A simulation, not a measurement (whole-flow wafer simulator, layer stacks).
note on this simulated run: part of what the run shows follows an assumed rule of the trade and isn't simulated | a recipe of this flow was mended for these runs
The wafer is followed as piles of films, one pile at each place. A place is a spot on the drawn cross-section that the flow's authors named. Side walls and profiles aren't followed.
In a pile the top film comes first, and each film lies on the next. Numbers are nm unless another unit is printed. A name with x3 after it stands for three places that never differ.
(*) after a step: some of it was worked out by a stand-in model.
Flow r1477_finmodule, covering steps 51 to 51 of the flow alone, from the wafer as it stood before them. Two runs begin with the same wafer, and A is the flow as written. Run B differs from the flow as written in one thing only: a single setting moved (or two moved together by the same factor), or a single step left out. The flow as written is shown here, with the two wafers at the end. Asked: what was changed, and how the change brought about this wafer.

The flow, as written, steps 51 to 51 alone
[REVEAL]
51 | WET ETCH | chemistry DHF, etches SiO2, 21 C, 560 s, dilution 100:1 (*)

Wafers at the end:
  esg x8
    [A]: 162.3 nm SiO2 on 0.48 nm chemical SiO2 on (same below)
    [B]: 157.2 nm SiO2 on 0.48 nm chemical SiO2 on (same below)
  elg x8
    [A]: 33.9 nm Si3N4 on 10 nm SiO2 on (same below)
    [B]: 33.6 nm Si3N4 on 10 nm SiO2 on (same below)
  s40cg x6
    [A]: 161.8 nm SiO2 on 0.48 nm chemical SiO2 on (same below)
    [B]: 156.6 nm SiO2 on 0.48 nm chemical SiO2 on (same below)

The reason: step 51, WET ETCH: 25.2 C was run, while the flow as written has 21 C.

How this came from the change, step by step:
  51 | WET ETCH | chemistry DHF, etches SiO2, 21 C, 560 s, dilution 100:1 (*)
      esg x8, s40cg x6, s40sg x6: A -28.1 SiO2 | B -33.3 SiO2
      pad x2: A -30.5 SiO2 | B -36 SiO2
